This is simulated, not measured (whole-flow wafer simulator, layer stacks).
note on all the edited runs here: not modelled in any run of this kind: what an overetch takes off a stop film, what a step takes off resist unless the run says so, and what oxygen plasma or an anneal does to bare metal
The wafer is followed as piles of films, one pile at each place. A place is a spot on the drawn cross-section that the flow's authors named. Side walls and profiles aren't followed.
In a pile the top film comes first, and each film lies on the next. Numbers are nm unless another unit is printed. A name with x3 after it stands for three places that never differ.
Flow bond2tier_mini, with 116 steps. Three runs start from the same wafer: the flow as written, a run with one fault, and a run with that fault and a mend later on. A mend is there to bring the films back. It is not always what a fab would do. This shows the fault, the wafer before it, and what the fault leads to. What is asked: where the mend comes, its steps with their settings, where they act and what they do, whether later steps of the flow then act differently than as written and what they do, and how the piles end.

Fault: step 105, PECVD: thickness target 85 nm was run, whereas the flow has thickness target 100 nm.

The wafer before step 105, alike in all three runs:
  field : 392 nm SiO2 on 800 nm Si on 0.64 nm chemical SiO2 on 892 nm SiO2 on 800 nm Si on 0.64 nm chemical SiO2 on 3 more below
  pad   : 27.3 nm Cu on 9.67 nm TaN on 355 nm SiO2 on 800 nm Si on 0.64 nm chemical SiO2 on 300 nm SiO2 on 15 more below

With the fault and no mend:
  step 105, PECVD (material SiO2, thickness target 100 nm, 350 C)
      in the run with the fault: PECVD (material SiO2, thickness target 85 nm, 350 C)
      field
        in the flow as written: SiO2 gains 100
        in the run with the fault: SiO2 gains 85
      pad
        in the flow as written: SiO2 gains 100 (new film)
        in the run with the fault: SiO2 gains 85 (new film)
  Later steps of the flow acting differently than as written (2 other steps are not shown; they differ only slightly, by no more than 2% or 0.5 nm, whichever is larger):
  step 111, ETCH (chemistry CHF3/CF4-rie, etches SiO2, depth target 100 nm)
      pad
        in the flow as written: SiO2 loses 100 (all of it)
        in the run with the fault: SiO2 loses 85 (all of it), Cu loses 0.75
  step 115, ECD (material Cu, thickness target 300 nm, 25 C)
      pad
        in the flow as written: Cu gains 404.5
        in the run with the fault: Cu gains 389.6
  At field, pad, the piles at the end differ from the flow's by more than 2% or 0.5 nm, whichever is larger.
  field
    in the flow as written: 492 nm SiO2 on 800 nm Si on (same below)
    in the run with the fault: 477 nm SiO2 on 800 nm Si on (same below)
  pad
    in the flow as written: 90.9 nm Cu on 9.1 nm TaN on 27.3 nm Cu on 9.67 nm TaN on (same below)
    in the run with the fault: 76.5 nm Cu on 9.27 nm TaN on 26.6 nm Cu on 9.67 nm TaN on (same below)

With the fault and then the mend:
  The mend follows step 105.
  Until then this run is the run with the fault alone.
  step 105a, PECVD (material SiO2, thickness target 15 nm, 350 C) (the flow's step 105, run once more with other settings)
      field, pad
        SiO2 gains 15
  Later steps of the flow that are run all act as written at every place that is followed.
  The piles end the same as the flow's at every place that both follow.
